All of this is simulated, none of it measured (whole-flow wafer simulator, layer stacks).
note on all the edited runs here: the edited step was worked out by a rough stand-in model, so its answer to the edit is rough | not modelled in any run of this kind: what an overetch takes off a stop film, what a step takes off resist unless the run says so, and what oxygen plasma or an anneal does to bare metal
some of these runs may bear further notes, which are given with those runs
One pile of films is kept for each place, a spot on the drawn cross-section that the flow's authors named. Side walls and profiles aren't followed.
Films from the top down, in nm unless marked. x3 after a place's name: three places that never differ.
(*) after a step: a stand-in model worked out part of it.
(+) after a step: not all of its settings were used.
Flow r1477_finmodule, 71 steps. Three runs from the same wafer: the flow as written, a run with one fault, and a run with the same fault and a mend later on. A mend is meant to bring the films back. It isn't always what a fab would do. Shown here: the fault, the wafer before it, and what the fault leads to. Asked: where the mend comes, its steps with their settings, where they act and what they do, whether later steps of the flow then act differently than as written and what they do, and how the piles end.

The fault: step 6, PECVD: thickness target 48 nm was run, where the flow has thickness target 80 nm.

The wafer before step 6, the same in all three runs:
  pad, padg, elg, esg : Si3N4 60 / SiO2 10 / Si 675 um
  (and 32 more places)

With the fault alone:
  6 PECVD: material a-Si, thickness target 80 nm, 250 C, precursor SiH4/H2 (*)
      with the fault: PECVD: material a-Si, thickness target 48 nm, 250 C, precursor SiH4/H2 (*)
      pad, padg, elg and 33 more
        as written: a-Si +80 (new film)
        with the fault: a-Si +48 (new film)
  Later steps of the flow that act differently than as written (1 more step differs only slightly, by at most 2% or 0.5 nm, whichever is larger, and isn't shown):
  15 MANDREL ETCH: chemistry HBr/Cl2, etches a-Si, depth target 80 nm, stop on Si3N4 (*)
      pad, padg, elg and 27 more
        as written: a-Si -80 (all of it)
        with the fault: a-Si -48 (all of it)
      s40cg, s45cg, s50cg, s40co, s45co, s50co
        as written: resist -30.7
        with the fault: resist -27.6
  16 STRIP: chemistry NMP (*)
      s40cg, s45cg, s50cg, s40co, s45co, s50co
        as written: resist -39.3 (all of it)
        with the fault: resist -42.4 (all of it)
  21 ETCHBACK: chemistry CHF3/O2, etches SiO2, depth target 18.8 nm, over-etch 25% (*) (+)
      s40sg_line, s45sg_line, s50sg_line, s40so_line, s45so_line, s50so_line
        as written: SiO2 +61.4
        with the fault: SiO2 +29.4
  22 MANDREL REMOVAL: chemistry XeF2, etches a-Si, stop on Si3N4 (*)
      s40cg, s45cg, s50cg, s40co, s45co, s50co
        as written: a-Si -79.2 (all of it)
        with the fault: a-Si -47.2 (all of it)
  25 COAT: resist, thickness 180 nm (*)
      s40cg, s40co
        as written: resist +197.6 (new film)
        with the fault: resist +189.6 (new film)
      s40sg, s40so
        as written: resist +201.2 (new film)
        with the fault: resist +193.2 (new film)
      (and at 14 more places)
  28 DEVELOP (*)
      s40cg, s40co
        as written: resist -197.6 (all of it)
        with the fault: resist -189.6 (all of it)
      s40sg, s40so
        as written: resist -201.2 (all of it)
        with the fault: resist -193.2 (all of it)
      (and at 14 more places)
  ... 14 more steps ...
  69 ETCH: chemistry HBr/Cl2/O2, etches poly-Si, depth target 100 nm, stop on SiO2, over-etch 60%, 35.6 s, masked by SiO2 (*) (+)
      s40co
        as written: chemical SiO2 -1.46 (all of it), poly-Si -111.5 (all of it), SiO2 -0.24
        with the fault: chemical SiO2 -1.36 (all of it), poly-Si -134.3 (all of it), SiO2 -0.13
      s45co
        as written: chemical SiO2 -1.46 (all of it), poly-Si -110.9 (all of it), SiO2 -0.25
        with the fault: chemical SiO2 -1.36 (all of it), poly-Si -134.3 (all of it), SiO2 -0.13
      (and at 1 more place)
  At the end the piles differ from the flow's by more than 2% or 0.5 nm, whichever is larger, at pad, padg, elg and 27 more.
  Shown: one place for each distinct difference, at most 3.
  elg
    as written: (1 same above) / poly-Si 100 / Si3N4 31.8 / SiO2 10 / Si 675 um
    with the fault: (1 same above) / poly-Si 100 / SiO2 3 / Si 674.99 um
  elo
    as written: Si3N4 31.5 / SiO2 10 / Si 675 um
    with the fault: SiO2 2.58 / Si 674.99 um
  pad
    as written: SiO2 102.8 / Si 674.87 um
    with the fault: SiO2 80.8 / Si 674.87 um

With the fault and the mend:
  The mend comes after step 7.
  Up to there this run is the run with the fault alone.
  7a PECVD: material a-Si, thickness target 32 nm, 250 C, precursor SiH4/H2 (*) (the flow's step 6 once more, with other settings)
      pad, padg, elg and 33 more
        a-Si +32
  No later step of the flow acts differently than as written at any place that is followed.
  At the end the piles are the same as the flow's at every place that both follow.
